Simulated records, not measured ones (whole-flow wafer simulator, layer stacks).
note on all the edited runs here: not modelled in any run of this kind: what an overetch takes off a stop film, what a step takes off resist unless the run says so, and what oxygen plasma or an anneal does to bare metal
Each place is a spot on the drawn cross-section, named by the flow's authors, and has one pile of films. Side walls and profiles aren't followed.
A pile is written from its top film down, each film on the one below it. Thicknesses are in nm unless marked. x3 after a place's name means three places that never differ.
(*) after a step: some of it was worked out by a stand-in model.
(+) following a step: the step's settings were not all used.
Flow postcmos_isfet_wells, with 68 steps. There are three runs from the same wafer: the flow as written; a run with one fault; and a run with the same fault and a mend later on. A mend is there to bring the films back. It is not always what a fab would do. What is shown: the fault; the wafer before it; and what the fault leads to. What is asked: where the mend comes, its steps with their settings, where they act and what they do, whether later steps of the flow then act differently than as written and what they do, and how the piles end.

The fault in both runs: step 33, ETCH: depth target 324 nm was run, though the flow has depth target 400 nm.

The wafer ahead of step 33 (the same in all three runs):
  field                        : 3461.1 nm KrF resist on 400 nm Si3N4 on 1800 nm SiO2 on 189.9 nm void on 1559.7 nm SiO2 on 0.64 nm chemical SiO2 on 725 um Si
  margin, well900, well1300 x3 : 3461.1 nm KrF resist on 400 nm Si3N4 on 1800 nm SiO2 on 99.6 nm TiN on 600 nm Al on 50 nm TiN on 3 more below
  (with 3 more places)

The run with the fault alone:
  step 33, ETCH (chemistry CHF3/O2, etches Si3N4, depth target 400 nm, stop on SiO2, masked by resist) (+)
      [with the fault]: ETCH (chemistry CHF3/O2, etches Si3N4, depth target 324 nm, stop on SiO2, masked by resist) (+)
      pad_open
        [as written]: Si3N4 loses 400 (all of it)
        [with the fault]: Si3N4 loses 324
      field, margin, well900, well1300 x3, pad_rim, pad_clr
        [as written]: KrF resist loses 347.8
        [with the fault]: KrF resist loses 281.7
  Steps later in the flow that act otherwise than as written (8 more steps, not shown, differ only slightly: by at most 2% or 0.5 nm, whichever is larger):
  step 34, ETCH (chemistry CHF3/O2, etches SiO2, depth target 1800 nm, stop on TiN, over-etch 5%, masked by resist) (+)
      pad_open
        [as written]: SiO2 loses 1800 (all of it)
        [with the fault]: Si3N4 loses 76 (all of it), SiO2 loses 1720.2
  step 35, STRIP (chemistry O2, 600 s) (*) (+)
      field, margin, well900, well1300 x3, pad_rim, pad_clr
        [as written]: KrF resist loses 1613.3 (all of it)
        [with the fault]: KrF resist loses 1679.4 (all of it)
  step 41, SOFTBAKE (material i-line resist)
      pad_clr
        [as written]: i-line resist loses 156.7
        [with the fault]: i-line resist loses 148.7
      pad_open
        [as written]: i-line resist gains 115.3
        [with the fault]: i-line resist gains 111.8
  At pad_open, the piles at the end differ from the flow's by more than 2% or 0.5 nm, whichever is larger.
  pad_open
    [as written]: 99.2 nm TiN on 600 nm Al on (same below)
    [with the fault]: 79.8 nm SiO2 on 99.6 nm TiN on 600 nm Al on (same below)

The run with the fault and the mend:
  After step 33 comes the mend.
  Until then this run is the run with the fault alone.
  step 33a, ETCH (chemistry CHF3/O2, etches Si3N4, depth target 76 nm, stop on SiO2, masked by resist) (the flow's step 33 again, with other settings)
      field, margin, well900, well1300 x3, pad_rim, pad_clr
        KrF resist loses 66.1
      pad_open
        Si3N4 loses 76 (all of it)
  Later steps of the flow that are run all act as written at every place that is followed.
  The piles end the same as the flow's at every place that both follow.
